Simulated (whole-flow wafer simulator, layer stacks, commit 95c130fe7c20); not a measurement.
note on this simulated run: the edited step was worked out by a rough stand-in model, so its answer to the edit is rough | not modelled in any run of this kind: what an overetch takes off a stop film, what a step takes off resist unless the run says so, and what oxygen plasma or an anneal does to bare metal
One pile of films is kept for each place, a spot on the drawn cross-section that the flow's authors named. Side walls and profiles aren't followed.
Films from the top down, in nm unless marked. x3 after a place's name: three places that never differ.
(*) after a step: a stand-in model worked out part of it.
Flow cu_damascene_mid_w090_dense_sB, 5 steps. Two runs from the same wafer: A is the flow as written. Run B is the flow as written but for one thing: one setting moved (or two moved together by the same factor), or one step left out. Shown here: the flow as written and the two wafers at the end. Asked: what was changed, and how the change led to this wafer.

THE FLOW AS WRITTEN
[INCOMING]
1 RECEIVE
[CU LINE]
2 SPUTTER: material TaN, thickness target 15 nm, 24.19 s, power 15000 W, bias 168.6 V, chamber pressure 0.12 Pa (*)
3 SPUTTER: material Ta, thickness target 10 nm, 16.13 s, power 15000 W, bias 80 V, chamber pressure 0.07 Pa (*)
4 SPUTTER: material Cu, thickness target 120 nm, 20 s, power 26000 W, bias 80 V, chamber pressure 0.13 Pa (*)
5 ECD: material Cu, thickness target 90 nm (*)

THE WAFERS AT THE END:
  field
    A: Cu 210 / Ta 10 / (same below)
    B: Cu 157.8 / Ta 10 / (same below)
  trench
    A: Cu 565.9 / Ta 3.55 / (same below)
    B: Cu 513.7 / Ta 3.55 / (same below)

The cause: step 5, ECD: thickness target 37.8 nm was run, where the flow has thickness target 90 nm.

How the change led to this, step by step:
  5 ECD: material Cu, thickness target 90 nm (*)
      field: A Cu +90 | B Cu +37.8
      trench: A Cu +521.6 | B Cu +469.4
